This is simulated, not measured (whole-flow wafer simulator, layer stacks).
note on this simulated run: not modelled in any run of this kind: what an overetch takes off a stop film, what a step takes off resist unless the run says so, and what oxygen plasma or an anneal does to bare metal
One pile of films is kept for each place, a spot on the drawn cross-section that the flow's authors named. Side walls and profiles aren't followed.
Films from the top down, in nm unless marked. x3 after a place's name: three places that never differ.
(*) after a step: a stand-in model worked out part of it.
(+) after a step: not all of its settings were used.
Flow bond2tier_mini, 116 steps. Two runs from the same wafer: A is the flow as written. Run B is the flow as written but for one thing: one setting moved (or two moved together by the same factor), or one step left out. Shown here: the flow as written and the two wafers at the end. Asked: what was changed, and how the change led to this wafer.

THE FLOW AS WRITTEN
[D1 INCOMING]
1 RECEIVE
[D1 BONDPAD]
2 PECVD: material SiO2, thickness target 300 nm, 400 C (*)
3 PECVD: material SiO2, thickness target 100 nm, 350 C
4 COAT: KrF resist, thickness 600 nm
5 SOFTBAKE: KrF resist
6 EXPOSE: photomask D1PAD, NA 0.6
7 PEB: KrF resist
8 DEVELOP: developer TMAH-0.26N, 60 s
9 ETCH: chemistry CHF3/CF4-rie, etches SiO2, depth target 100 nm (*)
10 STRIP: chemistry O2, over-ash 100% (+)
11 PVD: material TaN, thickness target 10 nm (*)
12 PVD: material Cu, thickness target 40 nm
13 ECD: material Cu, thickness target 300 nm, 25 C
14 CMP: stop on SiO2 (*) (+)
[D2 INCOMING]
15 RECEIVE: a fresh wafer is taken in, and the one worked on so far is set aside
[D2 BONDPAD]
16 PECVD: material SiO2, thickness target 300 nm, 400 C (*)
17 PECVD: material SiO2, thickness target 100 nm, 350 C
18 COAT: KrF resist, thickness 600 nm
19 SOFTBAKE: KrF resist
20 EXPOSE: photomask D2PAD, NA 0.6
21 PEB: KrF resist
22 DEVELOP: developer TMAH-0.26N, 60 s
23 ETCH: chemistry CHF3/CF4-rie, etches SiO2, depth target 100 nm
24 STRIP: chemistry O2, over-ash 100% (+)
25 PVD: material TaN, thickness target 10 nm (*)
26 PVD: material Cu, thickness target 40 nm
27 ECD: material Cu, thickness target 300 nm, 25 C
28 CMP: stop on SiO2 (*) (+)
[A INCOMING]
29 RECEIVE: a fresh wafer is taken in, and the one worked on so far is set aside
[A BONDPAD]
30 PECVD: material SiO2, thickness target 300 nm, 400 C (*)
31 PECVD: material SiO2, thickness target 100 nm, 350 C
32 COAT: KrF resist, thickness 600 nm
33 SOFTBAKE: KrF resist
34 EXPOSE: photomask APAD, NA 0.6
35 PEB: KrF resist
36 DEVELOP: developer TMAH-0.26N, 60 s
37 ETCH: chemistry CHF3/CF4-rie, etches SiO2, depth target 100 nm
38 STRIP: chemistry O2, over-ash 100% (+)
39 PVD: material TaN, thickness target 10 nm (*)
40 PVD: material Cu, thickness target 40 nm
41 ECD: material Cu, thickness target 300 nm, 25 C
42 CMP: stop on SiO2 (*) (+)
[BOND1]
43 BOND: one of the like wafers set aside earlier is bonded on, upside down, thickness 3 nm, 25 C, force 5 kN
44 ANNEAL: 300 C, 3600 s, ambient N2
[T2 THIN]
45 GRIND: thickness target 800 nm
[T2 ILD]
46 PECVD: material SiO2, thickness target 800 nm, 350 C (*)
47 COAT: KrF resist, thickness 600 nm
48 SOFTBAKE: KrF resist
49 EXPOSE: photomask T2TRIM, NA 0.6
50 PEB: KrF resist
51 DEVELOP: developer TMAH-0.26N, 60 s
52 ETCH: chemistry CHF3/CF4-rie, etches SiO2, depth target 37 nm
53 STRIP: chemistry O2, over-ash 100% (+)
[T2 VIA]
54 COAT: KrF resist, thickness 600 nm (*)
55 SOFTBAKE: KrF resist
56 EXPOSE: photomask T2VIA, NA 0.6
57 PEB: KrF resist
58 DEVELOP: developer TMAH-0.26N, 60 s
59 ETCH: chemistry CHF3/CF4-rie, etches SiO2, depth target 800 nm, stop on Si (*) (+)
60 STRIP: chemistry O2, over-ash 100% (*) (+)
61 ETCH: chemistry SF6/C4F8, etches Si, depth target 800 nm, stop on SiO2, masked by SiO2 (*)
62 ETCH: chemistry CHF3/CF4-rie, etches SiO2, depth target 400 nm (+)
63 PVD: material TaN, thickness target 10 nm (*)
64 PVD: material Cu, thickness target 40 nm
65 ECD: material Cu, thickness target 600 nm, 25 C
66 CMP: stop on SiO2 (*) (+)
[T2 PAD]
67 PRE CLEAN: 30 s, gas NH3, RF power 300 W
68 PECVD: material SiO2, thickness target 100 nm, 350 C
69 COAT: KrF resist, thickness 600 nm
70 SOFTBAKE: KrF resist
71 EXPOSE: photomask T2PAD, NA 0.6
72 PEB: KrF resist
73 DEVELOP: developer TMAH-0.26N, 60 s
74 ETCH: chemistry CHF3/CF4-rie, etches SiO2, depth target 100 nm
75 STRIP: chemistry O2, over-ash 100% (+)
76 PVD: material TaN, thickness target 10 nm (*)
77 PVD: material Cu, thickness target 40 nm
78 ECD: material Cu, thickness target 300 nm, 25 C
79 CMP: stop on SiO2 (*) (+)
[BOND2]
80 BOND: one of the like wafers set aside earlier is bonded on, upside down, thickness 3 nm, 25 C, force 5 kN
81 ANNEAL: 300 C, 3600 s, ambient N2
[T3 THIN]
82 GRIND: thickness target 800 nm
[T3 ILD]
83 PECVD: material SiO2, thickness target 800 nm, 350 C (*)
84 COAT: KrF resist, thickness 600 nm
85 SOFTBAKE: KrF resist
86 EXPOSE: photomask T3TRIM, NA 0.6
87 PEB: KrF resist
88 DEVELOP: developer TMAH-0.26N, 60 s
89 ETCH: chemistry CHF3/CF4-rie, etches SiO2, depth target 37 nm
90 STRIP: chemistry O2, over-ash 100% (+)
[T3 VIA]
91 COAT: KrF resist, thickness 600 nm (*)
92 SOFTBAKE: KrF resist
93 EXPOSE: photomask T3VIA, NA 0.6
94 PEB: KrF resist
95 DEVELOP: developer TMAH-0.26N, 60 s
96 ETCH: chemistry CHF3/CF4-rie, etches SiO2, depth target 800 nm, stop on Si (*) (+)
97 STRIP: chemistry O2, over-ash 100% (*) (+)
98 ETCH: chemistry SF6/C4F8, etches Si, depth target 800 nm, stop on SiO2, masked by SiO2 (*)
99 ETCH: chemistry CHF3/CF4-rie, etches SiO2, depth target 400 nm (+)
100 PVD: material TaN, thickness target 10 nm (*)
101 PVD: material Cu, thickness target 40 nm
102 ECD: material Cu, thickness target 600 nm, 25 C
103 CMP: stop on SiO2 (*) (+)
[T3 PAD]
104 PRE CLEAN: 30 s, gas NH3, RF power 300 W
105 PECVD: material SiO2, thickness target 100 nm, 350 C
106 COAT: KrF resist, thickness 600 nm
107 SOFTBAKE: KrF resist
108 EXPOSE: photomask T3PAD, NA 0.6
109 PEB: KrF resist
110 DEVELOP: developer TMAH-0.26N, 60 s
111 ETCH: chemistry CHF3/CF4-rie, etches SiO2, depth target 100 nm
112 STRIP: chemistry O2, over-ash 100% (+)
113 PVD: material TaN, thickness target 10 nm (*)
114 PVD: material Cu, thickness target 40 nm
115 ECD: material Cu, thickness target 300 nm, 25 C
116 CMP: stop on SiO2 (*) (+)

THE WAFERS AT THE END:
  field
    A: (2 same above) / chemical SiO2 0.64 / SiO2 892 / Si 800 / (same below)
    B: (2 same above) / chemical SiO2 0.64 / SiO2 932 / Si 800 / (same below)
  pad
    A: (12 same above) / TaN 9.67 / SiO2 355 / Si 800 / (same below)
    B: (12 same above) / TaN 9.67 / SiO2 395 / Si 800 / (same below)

The cause: step 62, ETCH: depth target 360 nm was run, where the flow has depth target 400 nm.

How the change led to this, step by step:
  62 ETCH: chemistry CHF3/CF4-rie, etches SiO2, depth target 400 nm (+)
      field, pad: A SiO2 -400 | B SiO2 -360
